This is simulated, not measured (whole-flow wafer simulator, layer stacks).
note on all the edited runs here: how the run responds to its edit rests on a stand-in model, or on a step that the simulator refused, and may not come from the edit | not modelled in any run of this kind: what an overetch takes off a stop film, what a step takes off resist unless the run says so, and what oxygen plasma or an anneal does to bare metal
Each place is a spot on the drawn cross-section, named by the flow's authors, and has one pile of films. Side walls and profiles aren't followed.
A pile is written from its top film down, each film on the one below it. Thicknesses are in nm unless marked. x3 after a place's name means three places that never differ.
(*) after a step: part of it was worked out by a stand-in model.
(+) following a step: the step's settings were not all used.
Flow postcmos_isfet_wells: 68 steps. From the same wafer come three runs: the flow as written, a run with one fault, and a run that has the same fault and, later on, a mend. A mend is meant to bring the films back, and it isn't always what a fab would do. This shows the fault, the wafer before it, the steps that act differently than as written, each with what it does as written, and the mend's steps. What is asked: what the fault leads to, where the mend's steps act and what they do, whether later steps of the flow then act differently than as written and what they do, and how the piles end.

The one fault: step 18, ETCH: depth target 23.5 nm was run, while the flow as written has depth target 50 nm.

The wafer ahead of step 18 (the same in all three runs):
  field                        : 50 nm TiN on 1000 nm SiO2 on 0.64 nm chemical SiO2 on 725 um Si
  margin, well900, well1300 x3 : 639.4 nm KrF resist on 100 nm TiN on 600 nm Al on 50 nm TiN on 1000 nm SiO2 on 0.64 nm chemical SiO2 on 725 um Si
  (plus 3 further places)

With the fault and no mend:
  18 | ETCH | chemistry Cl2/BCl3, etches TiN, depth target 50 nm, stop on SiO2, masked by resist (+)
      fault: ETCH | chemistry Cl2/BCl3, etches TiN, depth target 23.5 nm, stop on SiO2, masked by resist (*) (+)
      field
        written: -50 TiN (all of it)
        fault: -23.5 TiN
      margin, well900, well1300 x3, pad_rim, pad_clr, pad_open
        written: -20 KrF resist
        fault: -9.4 KrF resist
  Steps later in the flow that act otherwise than as written (2 other steps are not shown; they differ only slightly, by no more than 2% or 0.5 nm, whichever is larger):
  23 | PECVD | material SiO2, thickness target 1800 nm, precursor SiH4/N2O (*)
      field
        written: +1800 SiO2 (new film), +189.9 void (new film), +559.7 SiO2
        fault: +1800 SiO2 (new film), +170.3 void (new film), +553.2 SiO2 (new film)
  By the end, the piles at field depart from the flow's by more than 2% or 0.5 nm, whichever is larger.
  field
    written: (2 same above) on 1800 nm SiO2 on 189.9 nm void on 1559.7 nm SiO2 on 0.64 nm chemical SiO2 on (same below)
    fault: (2 same above) on 1800 nm SiO2 on 170.3 nm void on 553.2 nm SiO2 on 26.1 nm TiN on 1000 nm SiO2 on 0.64 nm chemical SiO2 on (same below)

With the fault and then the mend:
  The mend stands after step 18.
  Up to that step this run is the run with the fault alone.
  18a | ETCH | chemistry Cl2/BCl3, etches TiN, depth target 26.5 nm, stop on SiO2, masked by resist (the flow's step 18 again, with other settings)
      margin, well900, well1300 x3, pad_rim, pad_clr, pad_open
        -10.6 KrF resist
      field
        -26.5 TiN (all of it)
  None of the later steps of the flow acts differently than as written at any place that is followed.
  At every place that both follow, the piles at the end match the flow's.
